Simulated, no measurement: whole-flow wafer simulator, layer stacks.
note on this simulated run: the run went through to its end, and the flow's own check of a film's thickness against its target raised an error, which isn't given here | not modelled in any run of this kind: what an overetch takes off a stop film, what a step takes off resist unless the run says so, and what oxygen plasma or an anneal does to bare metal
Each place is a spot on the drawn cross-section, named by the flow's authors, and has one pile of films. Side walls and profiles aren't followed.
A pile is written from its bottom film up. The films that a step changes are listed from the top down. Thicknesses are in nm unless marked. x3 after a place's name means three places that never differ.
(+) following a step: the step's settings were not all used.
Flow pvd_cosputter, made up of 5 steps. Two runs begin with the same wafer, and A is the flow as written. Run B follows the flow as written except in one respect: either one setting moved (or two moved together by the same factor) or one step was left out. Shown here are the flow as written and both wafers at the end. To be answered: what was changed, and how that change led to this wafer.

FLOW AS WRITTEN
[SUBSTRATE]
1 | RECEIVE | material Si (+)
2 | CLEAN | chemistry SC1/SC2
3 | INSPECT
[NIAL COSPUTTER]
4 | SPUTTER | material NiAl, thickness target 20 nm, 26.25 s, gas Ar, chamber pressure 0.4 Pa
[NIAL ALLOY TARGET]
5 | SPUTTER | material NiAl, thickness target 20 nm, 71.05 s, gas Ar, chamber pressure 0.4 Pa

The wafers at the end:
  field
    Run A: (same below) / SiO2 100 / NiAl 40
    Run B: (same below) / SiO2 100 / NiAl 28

The reason: step 5, SPUTTER: thickness target 8 nm was run, whereas the flow has thickness target 20 nm; step 5, SPUTTER: 28.42 s was run, where the flow has 71.05 s.

How this came from the change, step by step:
  5 | SPUTTER | material NiAl, thickness target 20 nm, 71.05 s, gas Ar, chamber pressure 0.4 Pa
      field: A +20 NiAl | B +8 NiAl
